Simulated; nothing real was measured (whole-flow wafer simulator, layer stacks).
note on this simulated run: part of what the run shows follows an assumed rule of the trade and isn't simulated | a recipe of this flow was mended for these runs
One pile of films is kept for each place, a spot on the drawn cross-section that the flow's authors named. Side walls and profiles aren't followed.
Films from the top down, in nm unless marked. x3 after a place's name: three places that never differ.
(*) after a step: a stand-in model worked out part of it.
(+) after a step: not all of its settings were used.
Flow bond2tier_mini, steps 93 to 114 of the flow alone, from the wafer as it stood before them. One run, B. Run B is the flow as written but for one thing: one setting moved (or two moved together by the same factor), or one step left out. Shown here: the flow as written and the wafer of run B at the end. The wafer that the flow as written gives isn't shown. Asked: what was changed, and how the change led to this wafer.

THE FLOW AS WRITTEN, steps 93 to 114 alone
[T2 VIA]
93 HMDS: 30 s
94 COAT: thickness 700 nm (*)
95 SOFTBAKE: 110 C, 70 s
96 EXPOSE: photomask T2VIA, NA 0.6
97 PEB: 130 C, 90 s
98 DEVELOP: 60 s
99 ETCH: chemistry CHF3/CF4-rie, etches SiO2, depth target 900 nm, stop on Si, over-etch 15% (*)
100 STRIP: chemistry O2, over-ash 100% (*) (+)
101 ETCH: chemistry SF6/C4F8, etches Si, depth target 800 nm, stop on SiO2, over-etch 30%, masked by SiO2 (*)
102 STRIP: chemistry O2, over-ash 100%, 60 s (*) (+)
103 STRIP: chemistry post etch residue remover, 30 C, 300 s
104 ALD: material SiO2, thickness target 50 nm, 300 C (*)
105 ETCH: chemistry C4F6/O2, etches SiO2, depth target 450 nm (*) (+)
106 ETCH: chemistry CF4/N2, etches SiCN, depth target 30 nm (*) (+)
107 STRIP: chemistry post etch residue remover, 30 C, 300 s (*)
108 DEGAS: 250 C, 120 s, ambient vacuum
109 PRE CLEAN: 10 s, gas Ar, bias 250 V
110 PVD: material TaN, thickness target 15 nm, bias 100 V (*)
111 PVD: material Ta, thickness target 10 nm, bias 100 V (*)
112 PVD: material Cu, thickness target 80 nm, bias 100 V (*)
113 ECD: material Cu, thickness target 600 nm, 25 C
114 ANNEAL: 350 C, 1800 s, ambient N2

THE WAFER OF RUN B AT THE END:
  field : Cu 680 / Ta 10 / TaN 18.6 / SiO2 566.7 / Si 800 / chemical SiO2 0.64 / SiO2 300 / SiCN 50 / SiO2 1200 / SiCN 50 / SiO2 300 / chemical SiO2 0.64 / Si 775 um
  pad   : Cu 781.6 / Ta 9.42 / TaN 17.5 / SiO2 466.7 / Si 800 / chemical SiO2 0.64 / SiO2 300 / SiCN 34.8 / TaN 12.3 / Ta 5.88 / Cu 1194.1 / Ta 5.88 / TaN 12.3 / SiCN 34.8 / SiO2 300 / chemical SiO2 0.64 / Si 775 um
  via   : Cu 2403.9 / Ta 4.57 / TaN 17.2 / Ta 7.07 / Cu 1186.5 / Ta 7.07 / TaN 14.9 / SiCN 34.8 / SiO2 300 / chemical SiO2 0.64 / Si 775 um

The cause: step 110, PVD: thickness target 18.6 nm was run, where the flow has thickness target 15 nm.
It can be read off the wafer: field has TaN 18.6, and step 110 as written asks for 15 nm.

How the change led to this, step by step:
  110 PVD: material TaN, thickness target 15 nm, bias 100 V (*)
      field: TaN +18.6 (new film) (as written it would be: TaN +15 (new film))
      pad: TaN +17.5 (new film) (as written it would be: TaN +14.2 (new film))
      (and at 1 more place)
